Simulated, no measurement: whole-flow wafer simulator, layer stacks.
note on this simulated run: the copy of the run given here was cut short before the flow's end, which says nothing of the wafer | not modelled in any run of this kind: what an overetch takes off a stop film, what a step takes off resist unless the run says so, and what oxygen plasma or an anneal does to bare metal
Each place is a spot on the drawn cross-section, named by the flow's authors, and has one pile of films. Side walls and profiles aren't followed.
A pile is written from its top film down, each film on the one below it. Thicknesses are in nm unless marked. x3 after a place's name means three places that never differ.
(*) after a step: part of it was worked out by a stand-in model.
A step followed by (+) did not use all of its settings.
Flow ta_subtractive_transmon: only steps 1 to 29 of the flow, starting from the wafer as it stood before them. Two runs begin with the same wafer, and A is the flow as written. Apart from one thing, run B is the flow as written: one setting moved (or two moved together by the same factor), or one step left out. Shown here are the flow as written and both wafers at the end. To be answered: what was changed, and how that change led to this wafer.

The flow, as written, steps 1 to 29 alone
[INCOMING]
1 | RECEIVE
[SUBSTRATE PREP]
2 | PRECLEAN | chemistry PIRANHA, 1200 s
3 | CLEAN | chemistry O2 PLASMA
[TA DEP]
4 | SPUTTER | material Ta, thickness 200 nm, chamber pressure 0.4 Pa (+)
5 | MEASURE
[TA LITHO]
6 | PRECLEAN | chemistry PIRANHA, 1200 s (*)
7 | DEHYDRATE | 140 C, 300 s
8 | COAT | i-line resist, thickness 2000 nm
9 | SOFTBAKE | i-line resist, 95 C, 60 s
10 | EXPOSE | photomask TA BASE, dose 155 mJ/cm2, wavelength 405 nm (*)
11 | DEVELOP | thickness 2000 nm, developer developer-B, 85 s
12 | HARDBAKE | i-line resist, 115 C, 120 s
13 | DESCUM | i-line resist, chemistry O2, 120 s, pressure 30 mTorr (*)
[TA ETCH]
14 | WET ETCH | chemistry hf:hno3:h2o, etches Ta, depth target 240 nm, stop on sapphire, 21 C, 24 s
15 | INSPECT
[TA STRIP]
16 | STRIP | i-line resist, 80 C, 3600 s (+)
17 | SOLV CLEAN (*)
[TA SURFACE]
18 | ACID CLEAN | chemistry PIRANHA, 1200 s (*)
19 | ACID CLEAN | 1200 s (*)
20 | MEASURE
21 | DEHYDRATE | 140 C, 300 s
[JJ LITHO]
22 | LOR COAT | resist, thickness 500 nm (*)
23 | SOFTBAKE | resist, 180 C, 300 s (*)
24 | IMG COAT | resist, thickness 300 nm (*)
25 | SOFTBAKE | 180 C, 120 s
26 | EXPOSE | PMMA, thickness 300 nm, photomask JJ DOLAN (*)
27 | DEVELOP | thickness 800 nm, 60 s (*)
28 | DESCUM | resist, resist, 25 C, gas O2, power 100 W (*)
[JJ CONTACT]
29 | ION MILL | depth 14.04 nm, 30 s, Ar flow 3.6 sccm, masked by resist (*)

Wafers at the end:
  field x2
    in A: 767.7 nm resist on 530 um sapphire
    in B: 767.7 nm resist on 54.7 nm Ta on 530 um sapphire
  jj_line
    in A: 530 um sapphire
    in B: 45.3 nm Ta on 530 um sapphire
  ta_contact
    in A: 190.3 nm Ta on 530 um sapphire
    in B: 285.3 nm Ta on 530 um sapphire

Cause: step 4, SPUTTER: thickness 295 nm was run, whereas the flow has thickness 200 nm.

The path from the change to this, step by step:
  4 | SPUTTER | material Ta, thickness 200 nm, chamber pressure 0.4 Pa (+)
      field x2, jj_line, lead, ta_contact, ta_pad: A +200 Ta (new film) | B +295 Ta (new film)
  14 | WET ETCH | chemistry hf:hno3:h2o, etches Ta, depth target 240 nm, stop on sapphire, 21 C, 24 s
      field x2, jj_line, lead: A -200 Ta (all of it) | B -240 Ta
  22 | LOR COAT | resist, thickness 500 nm (*)
      ta_contact: A +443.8 resist (new film) | B +433.7 resist (new film)
  29 | ION MILL | depth 14.04 nm, 30 s, Ar flow 3.6 sccm, masked by resist (*)
      jj_line, lead: A -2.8 sapphire | B -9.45 Ta
If metal films that touch count as one body, field x2 has 1 body; the flow as written gives 0 bodies.
If metal films that touch count as one body, jj_line has 1 body; the flow as written gives 0 bodies.
